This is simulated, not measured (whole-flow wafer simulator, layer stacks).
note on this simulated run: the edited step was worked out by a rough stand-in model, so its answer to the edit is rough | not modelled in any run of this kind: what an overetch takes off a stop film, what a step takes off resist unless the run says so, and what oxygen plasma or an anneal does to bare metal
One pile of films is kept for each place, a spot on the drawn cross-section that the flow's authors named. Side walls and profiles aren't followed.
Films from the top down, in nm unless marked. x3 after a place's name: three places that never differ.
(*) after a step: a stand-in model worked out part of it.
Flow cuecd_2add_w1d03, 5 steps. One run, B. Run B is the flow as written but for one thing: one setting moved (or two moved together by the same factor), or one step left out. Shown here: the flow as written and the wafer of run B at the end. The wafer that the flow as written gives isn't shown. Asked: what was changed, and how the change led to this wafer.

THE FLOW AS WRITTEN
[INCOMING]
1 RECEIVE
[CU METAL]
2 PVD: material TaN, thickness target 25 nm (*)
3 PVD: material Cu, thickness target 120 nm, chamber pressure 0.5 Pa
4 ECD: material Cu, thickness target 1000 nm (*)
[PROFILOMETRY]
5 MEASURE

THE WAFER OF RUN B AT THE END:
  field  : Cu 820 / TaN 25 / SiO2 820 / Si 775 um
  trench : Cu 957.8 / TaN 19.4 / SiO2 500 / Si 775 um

The cause: step 4, ECD: thickness target 700 nm was run, where the flow has thickness target 1000 nm.

How the change led to this, step by step:
  4 ECD: material Cu, thickness target 1000 nm (*)
      field: Cu +700 (as written it would be: Cu +1000)
      trench: Cu +864.4 (as written it would be: Cu +1226.8)
